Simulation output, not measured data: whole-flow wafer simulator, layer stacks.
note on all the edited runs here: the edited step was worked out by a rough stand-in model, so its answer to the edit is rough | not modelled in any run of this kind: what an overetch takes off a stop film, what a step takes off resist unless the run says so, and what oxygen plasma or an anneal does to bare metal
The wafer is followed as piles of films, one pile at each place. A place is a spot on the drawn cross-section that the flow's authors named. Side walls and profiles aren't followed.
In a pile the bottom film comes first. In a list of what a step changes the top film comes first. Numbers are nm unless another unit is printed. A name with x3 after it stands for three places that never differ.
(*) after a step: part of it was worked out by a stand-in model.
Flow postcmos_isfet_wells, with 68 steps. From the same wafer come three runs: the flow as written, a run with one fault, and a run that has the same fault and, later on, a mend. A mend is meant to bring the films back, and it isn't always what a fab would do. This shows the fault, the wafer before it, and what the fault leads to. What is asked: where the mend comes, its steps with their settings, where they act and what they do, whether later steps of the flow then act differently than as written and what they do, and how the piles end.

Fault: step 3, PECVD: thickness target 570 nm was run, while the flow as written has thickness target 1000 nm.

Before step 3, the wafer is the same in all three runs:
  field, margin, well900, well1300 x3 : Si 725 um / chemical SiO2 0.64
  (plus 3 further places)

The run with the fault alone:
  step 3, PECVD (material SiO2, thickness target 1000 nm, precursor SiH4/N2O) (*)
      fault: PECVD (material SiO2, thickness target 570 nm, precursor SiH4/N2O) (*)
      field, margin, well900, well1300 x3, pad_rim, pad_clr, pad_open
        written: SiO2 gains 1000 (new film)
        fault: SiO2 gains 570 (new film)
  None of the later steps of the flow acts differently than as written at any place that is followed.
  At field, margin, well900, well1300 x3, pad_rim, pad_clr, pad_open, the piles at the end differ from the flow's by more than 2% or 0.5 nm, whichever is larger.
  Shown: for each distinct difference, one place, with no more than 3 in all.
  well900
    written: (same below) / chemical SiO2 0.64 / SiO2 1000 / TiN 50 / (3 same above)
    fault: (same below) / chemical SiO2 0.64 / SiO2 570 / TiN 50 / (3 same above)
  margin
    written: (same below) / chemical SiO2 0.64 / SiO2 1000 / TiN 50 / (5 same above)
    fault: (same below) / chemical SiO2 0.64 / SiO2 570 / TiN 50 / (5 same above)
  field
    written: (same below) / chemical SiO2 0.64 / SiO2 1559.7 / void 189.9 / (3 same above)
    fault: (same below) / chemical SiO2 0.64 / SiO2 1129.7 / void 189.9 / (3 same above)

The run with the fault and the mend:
  After step 3 comes the mend.
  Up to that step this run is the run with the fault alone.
  step 3a, PECVD (material SiO2, thickness target 430 nm, precursor SiH4/N2O) (*) (the flow's step 3 again, with other settings)
      field, margin, well900, well1300 x3, pad_rim, pad_clr, pad_open
        SiO2 gains 430
  None of the later steps of the flow acts differently than as written at any place that is followed.
  By the end, the piles equal the flow's at every place that both follow.
